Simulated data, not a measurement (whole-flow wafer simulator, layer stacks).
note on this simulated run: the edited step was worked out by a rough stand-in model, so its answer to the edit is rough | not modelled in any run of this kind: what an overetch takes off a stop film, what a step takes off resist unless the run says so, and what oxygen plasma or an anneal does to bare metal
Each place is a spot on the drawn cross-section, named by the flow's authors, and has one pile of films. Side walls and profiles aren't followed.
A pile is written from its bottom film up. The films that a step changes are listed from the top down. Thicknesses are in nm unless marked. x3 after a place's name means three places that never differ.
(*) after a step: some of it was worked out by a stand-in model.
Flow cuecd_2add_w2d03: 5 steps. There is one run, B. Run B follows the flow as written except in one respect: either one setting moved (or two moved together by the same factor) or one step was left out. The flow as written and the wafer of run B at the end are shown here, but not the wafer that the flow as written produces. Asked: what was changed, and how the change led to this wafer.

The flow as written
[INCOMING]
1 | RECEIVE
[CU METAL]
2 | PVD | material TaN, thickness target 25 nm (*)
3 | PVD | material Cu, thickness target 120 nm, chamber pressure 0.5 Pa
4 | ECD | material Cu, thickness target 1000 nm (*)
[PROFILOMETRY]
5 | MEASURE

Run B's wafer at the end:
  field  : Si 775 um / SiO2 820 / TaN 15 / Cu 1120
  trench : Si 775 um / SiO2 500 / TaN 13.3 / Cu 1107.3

Cause: step 2, PVD: thickness target 15 nm was run, while the flow as written has thickness target 25 nm.
One can read it off the wafer: field has TaN 15, and step 2 as written asks for 25 nm.

How this came from the change, step by step:
  2 | PVD | material TaN, thickness target 25 nm (*)
      field: +15 TaN (new film) (as written it would have been: +25 TaN (new film))
      trench: +13.3 TaN (new film) (as written it would have been: +22.1 TaN (new film))
